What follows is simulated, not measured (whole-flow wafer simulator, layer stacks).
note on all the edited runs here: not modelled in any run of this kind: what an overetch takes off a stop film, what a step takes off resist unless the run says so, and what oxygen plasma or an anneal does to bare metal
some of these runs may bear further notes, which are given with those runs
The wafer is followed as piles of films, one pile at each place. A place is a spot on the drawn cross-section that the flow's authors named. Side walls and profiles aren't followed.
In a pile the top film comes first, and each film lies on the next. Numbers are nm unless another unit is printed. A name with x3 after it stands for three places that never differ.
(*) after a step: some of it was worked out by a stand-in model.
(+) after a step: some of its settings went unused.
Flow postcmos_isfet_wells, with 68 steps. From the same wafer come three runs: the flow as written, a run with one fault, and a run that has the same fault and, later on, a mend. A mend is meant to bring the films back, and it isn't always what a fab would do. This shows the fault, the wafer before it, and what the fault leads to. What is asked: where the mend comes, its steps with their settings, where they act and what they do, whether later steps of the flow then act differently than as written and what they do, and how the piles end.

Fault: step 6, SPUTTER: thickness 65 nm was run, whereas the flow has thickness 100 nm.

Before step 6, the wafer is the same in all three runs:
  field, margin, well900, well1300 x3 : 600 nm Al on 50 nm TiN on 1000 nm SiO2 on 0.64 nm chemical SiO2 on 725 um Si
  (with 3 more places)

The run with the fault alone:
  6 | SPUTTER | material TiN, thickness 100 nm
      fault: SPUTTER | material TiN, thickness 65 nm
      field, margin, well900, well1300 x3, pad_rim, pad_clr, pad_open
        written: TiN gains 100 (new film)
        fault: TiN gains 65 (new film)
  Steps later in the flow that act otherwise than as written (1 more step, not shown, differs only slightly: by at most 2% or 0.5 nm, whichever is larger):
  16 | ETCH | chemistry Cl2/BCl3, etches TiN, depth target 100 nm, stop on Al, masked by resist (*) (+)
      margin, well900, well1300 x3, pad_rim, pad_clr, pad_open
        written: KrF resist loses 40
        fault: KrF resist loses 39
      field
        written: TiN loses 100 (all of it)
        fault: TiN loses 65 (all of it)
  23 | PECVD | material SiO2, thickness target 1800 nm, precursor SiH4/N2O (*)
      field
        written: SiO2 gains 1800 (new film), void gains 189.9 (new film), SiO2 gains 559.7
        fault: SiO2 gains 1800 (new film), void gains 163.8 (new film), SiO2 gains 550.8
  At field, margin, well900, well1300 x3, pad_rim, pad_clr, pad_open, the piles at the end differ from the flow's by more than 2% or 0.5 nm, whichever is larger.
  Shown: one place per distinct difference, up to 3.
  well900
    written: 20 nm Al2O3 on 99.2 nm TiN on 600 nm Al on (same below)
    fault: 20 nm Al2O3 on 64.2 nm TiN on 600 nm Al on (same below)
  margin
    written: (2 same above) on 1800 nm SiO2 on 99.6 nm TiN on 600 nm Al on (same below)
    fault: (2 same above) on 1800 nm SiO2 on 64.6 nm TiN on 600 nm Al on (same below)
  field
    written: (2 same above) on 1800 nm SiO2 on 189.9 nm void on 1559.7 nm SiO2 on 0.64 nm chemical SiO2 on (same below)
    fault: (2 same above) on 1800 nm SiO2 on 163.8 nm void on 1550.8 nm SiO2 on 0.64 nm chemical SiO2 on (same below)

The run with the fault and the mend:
  The mend stands after step 6.
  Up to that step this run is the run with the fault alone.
  6a | SPUTTER | material TiN, thickness 35 nm (a further turn of the flow's step 6, with different settings)
      field, margin, well900, well1300 x3, pad_rim, pad_clr, pad_open
        TiN gains 35
  Every later step of the flow that is run acts as written at every place that is followed.
  At every place that both follow, the piles at the end match the flow's.
